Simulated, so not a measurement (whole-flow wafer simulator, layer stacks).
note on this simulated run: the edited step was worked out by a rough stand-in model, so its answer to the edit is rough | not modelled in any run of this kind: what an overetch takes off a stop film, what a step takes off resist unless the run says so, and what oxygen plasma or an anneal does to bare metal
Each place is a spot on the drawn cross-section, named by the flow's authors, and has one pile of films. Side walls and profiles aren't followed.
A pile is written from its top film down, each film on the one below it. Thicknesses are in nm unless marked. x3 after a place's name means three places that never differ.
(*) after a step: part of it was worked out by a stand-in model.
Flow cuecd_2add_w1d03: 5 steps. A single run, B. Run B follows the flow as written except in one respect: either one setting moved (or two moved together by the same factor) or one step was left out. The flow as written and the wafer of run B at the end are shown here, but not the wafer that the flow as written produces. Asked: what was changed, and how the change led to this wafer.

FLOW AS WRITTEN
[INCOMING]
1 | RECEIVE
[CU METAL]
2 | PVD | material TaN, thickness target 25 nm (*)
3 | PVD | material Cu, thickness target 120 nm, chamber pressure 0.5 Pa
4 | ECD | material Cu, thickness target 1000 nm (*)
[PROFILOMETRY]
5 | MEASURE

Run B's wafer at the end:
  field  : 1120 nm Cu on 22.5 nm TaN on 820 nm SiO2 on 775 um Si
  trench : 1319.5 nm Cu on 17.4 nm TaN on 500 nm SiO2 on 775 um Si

Cause: step 2, PVD: thickness target 22.5 nm was run, whereas the flow has thickness target 25 nm.
The wafer lets one read it off: field has TaN 22.5, and step 2 as written asks for 25 nm.

The path from the change to this, step by step:
  2 | PVD | material TaN, thickness target 25 nm (*)
      field: +22.5 TaN (new film) (as written it would have been: +25 TaN (new film))
      trench: +17.4 TaN (new film) (as written it would have been: +19.4 TaN (new film))
